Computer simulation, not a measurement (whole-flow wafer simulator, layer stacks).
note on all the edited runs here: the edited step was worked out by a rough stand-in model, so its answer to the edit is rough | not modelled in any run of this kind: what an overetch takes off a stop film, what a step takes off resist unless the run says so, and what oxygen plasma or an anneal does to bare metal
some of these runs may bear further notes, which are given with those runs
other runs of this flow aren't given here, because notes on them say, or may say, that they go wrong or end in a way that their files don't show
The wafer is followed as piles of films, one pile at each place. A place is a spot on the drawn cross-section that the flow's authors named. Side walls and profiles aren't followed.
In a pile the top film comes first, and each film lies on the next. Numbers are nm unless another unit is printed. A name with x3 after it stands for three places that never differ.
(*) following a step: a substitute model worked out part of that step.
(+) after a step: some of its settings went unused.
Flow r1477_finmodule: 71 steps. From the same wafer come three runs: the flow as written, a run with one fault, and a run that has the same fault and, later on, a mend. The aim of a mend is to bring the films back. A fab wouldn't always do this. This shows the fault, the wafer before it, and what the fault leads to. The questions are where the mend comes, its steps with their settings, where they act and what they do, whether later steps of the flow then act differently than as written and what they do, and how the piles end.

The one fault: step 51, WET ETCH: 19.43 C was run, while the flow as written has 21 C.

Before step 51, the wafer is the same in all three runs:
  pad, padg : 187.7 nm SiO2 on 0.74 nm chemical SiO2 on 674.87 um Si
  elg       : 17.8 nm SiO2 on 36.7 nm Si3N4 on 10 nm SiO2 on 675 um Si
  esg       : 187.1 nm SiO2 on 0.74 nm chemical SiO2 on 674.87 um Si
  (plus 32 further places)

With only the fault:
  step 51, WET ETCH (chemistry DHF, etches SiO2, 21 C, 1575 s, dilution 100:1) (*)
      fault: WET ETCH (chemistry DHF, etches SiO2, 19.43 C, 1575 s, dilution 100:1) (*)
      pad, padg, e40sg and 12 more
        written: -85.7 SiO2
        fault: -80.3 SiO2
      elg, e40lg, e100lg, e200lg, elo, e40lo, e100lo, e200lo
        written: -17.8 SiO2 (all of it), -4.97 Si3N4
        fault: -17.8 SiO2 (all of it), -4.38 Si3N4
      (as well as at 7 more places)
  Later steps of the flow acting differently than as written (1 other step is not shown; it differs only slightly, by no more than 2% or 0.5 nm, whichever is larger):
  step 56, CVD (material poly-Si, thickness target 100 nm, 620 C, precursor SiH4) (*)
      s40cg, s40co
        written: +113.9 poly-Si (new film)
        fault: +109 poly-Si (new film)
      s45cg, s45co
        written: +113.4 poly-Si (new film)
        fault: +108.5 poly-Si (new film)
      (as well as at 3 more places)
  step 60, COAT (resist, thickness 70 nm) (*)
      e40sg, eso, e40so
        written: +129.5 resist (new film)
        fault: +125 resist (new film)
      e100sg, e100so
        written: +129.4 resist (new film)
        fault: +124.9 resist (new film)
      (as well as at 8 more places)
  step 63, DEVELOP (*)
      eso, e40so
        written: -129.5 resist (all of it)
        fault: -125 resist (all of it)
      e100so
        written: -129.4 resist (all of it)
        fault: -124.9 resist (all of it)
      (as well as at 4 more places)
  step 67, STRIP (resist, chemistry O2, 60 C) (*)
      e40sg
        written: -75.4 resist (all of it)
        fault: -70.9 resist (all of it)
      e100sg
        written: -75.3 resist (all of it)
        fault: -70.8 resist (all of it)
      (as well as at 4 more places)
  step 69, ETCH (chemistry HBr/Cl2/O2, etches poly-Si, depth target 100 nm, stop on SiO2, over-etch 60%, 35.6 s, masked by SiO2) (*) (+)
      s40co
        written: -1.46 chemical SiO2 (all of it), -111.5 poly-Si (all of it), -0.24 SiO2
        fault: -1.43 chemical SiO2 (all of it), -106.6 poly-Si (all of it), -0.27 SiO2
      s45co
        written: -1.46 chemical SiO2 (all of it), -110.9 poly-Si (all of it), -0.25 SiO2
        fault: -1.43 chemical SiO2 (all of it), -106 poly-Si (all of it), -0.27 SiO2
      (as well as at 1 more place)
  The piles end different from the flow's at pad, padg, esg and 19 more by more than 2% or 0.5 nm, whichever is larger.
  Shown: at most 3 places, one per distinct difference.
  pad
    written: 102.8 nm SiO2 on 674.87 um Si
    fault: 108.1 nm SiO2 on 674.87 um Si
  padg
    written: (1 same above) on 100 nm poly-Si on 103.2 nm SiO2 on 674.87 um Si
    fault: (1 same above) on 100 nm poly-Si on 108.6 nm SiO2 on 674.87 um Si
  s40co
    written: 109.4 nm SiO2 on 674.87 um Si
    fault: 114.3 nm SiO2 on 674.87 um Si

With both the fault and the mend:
  The mend follows step 51.
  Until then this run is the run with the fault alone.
  step 51a, WET ETCH (chemistry DHF, etches SiO2, 21 C, 96.41 s, dilution 100:1) (*) (the flow's step 51, run once more with other settings)
      pad, padg, e40sg and 12 more
        -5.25 SiO2
      elg, e40lg, e100lg, e200lg, elo, e40lo, e100lo, e200lo
        -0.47 Si3N4
      esg, s40cg, s45cg, s50cg, s40co, s45co, s50co
        -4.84 SiO2
  Every later step of the flow that is run acts as written, at every place that is followed, to within 2% or 0.5 nm, whichever is larger.
  When the end is reached, the piles differ only a little from the flow's at the places that both follow, at most by 2% or 0.5 nm, whichever is larger.
